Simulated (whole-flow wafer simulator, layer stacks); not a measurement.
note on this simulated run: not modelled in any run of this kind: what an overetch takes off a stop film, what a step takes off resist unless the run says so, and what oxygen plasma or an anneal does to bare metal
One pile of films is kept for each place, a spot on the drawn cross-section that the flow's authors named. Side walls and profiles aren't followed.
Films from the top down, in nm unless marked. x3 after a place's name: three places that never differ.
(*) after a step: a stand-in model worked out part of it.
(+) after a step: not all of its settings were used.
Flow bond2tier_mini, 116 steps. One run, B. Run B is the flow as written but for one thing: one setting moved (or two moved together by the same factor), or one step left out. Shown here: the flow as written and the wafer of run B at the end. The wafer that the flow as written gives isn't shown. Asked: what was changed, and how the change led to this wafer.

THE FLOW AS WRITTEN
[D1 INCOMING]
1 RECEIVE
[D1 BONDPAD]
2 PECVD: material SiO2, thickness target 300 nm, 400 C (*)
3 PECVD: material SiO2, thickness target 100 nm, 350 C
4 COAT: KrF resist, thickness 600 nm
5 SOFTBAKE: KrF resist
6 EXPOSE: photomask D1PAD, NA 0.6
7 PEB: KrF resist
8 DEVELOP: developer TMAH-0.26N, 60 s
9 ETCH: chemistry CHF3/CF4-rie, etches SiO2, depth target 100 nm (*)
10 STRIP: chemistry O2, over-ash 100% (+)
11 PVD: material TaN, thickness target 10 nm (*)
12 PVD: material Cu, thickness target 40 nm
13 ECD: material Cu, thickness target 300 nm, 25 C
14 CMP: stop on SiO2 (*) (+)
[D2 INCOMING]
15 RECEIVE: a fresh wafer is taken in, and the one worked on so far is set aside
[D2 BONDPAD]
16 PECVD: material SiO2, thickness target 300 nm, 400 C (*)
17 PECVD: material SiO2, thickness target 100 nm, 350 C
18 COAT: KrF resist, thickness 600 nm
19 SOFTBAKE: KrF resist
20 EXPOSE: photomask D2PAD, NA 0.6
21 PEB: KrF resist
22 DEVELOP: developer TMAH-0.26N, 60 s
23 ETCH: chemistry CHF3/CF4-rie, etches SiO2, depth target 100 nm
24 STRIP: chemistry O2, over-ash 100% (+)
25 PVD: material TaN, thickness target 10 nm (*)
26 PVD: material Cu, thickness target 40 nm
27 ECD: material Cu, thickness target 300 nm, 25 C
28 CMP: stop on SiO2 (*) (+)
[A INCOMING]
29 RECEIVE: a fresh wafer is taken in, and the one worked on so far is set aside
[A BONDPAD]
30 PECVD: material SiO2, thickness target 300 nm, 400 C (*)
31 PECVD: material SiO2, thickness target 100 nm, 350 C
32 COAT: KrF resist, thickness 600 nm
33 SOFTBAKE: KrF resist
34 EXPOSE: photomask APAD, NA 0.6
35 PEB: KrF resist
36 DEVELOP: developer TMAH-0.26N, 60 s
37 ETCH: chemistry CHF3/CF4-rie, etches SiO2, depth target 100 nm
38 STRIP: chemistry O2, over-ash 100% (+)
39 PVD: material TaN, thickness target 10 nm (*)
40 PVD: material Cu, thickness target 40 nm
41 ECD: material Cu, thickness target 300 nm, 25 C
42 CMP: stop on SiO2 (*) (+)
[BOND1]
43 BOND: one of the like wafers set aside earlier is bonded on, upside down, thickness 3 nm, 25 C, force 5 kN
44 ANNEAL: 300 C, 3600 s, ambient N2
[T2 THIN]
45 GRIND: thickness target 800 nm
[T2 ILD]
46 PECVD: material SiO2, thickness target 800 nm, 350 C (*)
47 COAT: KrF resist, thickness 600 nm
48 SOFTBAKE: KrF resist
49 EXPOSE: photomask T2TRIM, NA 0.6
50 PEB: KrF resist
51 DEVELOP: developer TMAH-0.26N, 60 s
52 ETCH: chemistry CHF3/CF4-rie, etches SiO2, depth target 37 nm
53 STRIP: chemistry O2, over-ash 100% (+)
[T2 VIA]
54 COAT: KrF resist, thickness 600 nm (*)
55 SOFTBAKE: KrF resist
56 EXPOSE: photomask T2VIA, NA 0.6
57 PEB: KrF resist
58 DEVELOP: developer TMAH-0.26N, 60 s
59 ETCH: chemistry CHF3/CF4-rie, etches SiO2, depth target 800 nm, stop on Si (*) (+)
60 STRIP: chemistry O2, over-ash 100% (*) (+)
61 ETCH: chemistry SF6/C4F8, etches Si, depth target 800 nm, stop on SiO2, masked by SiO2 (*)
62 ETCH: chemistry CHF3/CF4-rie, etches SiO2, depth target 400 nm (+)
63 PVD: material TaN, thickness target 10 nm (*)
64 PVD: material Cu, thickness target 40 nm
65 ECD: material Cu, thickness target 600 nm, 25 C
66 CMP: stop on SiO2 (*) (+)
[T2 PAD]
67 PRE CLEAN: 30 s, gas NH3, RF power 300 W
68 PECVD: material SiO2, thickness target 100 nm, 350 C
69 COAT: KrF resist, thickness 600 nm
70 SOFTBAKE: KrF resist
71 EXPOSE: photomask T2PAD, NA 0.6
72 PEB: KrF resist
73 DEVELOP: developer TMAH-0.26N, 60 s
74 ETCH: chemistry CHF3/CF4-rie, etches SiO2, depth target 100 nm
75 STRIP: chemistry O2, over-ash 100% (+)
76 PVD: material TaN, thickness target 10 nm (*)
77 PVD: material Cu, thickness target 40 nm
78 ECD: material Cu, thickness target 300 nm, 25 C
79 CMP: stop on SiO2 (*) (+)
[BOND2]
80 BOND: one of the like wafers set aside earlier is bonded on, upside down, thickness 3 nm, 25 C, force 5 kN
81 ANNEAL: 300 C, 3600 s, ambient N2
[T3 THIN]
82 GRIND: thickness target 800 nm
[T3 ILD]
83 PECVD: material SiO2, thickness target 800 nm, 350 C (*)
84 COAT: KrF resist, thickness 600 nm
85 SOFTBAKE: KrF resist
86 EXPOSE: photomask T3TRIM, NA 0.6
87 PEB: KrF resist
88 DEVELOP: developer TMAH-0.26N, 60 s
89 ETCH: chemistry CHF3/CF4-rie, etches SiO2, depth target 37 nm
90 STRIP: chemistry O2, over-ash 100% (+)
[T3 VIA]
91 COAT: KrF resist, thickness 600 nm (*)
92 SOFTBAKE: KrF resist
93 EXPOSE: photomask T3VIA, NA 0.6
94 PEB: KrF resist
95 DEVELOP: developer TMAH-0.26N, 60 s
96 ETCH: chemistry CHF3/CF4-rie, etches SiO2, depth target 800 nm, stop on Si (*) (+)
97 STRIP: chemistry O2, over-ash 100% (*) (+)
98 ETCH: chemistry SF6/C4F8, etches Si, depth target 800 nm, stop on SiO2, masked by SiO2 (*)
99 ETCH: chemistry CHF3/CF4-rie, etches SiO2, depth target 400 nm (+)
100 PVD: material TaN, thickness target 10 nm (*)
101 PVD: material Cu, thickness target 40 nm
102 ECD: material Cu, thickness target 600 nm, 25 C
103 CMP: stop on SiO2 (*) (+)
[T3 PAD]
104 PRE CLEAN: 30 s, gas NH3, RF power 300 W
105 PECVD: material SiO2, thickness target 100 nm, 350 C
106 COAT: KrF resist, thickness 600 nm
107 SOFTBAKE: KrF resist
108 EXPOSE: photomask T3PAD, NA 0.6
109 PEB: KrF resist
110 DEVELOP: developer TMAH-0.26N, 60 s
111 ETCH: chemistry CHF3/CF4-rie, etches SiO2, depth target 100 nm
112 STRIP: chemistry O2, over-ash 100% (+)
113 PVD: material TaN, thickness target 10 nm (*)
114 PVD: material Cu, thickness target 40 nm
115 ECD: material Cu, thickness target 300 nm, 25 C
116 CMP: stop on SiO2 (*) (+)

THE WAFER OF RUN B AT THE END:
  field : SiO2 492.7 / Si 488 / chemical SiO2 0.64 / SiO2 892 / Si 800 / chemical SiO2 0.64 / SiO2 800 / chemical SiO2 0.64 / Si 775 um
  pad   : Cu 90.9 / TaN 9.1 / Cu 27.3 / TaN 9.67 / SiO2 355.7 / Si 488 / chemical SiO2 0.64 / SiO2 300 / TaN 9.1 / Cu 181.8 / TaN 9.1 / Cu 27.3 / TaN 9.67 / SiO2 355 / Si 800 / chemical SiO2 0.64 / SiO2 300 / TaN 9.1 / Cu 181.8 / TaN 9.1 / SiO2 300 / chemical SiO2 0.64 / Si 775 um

The cause: step 82, GRIND: thickness target 488 nm was run, where the flow has thickness target 800 nm.
It can be read off the wafer: field has Si 488, and step 82 as written asks for 800 nm.

How the change led to this, step by step:
  82 GRIND: thickness target 800 nm
      field, pad: Si -774.51 um (as written it would be: Si -774.2 um)
  98 ETCH: chemistry SF6/C4F8, etches Si, depth target 800 nm, stop on SiO2, masked by SiO2 (*)
      field, pad: SiO2 -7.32 (as written it would be: SiO2 -8)
